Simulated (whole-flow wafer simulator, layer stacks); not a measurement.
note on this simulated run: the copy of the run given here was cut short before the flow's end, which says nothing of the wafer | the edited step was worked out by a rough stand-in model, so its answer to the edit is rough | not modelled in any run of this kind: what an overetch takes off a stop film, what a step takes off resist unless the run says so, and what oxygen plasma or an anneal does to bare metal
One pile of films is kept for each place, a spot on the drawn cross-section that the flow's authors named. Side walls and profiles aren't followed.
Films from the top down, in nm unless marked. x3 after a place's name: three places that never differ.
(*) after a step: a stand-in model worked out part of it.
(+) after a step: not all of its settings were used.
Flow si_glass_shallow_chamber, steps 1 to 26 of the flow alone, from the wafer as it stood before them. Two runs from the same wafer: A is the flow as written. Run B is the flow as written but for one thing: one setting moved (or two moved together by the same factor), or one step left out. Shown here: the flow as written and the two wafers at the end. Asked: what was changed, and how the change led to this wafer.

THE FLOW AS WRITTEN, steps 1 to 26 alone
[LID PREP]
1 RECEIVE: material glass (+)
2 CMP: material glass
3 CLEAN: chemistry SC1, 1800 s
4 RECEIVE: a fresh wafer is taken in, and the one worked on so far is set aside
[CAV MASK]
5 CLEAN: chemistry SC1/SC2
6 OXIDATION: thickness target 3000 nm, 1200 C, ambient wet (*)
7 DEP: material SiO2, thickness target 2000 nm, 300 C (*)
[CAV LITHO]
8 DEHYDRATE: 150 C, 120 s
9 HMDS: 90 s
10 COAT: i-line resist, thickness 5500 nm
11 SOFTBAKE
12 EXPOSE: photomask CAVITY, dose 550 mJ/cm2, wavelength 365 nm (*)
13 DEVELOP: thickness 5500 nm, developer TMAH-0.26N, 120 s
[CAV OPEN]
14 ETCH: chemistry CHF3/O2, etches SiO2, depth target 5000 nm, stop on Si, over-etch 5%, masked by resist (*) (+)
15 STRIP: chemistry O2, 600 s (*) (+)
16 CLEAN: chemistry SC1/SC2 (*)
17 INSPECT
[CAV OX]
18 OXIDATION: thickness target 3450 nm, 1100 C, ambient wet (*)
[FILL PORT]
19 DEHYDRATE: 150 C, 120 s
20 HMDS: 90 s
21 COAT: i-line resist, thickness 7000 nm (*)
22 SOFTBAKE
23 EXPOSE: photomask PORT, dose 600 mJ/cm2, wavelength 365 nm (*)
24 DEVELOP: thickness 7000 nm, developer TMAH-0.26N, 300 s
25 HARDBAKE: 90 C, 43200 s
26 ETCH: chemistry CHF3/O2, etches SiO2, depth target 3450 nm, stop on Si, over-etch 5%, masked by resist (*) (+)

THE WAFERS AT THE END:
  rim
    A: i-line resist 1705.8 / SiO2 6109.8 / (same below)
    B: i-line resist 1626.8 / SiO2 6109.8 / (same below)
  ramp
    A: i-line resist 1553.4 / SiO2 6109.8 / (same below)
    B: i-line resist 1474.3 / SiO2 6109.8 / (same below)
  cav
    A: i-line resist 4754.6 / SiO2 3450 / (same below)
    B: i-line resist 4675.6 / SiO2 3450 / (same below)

The cause: step 26, ETCH: over-etch 7.75% was run, where the flow has over-etch 5%.

How the change led to this, step by step:
  26 ETCH: chemistry CHF3/O2, etches SiO2, depth target 3450 nm, stop on Si, over-etch 5%, masked by resist (*) (+)
      rim, ramp, cav, ring: A i-line resist -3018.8 | B i-line resist -3097.8
      port: A SiO2 -3450 (all of it), Si -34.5 | B SiO2 -3450 (all of it), Si -53.5
      (and at 1 more place)
